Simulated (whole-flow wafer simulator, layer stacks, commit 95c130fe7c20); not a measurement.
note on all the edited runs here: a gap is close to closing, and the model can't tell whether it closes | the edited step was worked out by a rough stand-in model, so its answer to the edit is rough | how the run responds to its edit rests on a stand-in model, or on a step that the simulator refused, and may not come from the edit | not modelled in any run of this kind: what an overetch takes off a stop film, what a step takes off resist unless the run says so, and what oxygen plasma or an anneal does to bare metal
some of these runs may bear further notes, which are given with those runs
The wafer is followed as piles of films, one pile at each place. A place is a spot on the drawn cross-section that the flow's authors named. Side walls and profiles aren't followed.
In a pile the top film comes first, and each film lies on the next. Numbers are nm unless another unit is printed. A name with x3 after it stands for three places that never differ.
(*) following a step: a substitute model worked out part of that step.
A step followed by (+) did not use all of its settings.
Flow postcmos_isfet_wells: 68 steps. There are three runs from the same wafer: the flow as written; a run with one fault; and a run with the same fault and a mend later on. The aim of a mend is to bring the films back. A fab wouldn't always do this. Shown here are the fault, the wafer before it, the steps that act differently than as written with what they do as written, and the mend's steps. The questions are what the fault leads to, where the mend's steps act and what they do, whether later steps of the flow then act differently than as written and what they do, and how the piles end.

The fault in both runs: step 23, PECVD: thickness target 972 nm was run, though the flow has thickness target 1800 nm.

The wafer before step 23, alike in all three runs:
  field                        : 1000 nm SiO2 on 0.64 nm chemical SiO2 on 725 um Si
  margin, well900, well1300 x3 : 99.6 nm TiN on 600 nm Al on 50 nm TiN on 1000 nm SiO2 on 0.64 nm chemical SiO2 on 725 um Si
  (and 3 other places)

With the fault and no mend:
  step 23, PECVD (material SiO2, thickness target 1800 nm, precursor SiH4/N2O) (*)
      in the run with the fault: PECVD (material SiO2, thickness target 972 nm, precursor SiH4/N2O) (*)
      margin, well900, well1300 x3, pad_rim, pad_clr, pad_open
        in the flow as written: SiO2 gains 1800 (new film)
        in the run with the fault: SiO2 gains 972 (new film)
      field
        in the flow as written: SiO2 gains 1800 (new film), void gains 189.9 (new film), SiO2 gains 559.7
        in the run with the fault: SiO2 gains 972 (new film), void gains 190.3 (new film), SiO2 gains 559.3
  Steps later in the flow that act otherwise than as written:
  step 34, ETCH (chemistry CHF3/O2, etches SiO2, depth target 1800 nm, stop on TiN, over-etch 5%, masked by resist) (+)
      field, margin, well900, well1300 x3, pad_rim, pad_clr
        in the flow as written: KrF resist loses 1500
        in the run with the fault: KrF resist loses 850.5
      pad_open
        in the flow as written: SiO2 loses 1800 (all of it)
        in the run with the fault: SiO2 loses 972 (all of it)
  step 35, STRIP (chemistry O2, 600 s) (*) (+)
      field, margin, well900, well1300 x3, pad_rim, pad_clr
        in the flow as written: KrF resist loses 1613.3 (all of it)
        in the run with the fault: KrF resist loses 2262.8 (all of it)
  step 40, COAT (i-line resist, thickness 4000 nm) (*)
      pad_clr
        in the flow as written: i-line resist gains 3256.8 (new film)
        in the run with the fault: i-line resist gains 3521.6 (new film)
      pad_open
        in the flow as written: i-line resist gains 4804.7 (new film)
        in the run with the fault: i-line resist gains 4505.8 (new film)
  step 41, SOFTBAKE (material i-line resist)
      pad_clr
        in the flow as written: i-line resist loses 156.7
        in the run with the fault: i-line resist loses 80.4
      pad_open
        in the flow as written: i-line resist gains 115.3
        in the run with the fault: i-line resist gains 75.9
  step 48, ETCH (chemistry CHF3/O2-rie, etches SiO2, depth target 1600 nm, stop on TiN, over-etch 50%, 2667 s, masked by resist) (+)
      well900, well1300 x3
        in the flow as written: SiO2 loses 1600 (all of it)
        in the run with the fault: SiO2 loses 772 (all of it)
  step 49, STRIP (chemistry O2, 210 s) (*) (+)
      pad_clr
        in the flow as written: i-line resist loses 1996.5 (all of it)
        in the run with the fault: i-line resist loses 2337.5 (all of it)
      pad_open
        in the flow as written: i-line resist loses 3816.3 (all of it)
        in the run with the fault: i-line resist loses 3478.1 (all of it)
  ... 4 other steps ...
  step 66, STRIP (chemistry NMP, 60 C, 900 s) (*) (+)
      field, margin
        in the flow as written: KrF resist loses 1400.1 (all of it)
        in the run with the fault: KrF resist loses 1792.8 (all of it)
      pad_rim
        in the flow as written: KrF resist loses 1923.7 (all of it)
        in the run with the fault: KrF resist loses 2114.1 (all of it)
  At field, margin, pad_rim, pad_clr, the piles at the end differ from the flow's by more than 2% or 0.5 nm, whichever is larger.
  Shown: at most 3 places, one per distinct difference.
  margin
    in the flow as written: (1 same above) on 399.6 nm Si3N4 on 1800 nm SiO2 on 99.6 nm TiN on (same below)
    in the run with the fault: (1 same above) on 399.6 nm Si3N4 on 972 nm SiO2 on 99.6 nm TiN on (same below)
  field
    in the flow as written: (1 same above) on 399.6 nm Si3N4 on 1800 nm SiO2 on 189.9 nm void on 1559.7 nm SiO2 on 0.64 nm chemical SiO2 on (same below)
    in the run with the fault: (1 same above) on 399.6 nm Si3N4 on 972 nm SiO2 on 190.3 nm void on 1559.3 nm SiO2 on 0.64 nm chemical SiO2 on (same below)
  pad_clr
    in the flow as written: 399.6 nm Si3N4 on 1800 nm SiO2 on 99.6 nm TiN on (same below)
    in the run with the fault: 399.6 nm Si3N4 on 972 nm SiO2 on 99.6 nm TiN on (same below)

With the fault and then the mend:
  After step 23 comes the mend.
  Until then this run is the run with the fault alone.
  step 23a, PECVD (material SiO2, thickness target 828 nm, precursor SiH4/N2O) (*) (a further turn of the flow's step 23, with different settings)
      field, margin, well900, well1300 x3, pad_rim, pad_clr, pad_open
        SiO2 gains 828
  Every later step of the flow that is run acts as written at every place that is followed.
  The piles end only slightly different from the flow's at the places that both follow, by no more than 2% or 0.5 nm, whichever is larger.
